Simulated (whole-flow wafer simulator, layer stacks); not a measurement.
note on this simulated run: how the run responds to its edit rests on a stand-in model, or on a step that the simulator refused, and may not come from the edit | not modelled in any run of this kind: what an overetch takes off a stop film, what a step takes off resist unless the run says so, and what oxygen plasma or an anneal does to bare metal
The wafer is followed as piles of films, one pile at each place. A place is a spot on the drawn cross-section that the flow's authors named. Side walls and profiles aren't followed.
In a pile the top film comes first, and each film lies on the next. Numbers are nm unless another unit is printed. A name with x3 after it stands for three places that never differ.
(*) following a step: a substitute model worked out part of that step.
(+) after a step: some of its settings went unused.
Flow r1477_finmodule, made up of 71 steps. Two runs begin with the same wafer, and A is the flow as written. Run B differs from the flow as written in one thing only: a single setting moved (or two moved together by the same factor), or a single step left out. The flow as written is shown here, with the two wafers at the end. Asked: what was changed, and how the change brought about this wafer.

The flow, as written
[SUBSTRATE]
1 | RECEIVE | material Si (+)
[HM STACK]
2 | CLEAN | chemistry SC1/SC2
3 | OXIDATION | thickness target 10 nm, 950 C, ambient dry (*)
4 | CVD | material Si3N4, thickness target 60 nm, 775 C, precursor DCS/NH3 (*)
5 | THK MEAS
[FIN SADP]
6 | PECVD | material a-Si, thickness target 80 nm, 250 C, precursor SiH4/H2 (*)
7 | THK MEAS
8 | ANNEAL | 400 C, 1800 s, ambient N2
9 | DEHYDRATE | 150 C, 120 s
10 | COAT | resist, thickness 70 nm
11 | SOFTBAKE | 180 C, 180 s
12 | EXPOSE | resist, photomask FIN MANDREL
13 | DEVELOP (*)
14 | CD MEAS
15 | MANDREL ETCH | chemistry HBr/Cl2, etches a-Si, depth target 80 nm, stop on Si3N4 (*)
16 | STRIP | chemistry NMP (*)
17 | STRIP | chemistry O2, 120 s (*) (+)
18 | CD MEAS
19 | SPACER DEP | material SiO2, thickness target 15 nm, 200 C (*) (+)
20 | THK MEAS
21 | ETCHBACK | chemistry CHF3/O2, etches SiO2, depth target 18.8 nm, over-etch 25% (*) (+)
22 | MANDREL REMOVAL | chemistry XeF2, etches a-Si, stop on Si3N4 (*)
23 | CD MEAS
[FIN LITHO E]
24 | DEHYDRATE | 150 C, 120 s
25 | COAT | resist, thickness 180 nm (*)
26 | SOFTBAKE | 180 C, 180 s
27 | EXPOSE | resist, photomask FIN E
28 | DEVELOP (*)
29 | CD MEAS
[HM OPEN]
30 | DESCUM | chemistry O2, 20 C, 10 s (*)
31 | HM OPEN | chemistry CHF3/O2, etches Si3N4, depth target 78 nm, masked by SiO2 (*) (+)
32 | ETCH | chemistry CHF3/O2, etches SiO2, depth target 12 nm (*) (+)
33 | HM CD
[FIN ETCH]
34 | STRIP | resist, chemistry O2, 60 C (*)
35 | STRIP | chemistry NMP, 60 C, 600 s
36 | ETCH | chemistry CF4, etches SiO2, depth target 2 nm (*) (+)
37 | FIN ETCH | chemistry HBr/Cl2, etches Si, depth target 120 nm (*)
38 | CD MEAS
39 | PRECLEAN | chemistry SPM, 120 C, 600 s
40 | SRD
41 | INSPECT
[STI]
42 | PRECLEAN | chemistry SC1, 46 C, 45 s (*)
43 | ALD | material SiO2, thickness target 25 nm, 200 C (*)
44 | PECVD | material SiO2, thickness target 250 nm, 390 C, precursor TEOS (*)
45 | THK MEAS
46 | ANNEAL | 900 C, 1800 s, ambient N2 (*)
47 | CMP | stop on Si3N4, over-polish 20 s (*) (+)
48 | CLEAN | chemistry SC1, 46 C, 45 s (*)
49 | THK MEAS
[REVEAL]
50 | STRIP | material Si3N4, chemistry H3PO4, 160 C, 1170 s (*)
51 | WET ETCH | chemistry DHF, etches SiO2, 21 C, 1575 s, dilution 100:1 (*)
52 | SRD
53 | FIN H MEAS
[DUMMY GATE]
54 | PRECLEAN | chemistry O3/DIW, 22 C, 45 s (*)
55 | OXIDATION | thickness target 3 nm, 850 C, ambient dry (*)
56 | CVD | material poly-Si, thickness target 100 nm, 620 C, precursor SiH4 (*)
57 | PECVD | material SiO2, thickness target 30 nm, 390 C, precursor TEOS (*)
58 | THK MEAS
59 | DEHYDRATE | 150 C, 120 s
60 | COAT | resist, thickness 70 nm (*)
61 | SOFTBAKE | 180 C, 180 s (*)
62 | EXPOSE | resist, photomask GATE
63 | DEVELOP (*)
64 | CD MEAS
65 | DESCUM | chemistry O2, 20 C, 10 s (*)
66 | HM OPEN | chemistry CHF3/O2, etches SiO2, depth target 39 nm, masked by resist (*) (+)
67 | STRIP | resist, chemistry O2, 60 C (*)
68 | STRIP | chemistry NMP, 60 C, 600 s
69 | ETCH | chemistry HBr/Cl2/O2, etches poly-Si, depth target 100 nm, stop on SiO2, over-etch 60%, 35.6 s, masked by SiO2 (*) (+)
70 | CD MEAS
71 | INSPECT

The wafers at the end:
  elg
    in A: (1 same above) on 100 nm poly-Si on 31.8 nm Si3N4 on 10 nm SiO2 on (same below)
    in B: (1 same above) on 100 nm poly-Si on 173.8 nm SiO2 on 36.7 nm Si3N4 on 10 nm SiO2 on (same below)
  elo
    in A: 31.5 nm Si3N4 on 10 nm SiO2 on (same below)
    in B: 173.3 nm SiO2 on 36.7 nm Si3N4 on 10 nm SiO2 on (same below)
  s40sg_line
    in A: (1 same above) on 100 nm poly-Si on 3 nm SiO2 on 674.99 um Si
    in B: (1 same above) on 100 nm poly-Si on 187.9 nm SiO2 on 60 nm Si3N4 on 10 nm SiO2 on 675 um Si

The reason: step 47, CMP: stop on Si3N4, over-polish 20 s (*) (+), was omitted.

The path from the change to this, step by step:
  50 | STRIP | material Si3N4, chemistry H3PO4, 160 C, 1170 s (*)
      s40sg_line, s45sg_line, s50sg_line, s40so_line, s45so_line, s50so_line: A -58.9 Si3N4 (all of it), -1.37 SiO2 | B -4.28 SiO2
  51 | WET ETCH | chemistry DHF, etches SiO2, 21 C, 1575 s, dilution 100:1 (*)
      elg, e40lg, e100lg, e200lg, elo, e40lo, e100lo, e200lo: A -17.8 SiO2 (all of it), -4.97 Si3N4 | B -85.7 SiO2
      s40sg_line, s45sg_line, s50sg_line, s40so_line, s45so_line, s50so_line: A -8.63 SiO2 (all of it) | B -85.7 SiO2
      (as well as at 7 more places)
  54 | PRECLEAN | chemistry O3/DIW, 22 C, 45 s (*)
      s40sg_line, s45sg_line, s50sg_line, s40so_line, s45so_line, s50so_line: A +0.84 chemical SiO2 (new film), -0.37 Si | B nothing
  55 | OXIDATION | thickness target 3 nm, 850 C, ambient dry (*)
      s40sg_line, s45sg_line, s50sg_line, s40so_line, s45so_line, s50so_line: A +3 SiO2 (new film), -0.84 chemical SiO2 (all of it), -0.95 Si | B nothing
  56 | CVD | material poly-Si, thickness target 100 nm, 620 C, precursor SiH4 (*)
      s40cg, s40co: A +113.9 poly-Si (new film) | B +100 poly-Si (new film)
      s45cg, s45co: A +113.4 poly-Si (new film) | B +100 poly-Si (new film)
      (as well as at 3 more places)
  60 | COAT | resist, thickness 70 nm (*)
      e40lg, e100lg, elo, e40lo, e100lo: A +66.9 resist (new film) | B +61.5 resist (new film)
      e40sg, e40so: A +129.5 resist (new film) | B +231.2 resist (new film)
      (as well as at 25 more places)
  63 | DEVELOP (*)
      elo, e40lo, e100lo: A -66.9 resist (all of it) | B -61.5 resist (all of it)
      eso: A -129.5 resist (all of it) | B -230.6 resist (all of it)
      (as well as at 13 more places)
  67 | STRIP | resist, chemistry O2, 60 C (*)
      e40lg: A -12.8 resist (all of it) | B -7.41 resist (all of it)
      e40sg: A -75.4 resist (all of it) | B -177.1 resist (all of it)
      (as well as at 13 more places)
  69 | ETCH | chemistry HBr/Cl2/O2, etches poly-Si, depth target 100 nm, stop on SiO2, over-etch 60%, 35.6 s, masked by SiO2 (*) (+)
      s40co: A -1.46 chemical SiO2 (all of it), -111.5 poly-Si (all of it), -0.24 SiO2 | B -1.89 chemical SiO2 (all of it), -97.4 poly-Si (all of it), -0.43 SiO2
      s45co: A -1.46 chemical SiO2 (all of it), -110.9 poly-Si (all of it), -0.25 SiO2 | B -1.89 chemical SiO2 (all of it), -97.4 poly-Si (all of it), -0.43 SiO2
      (as well as at 1 more place)
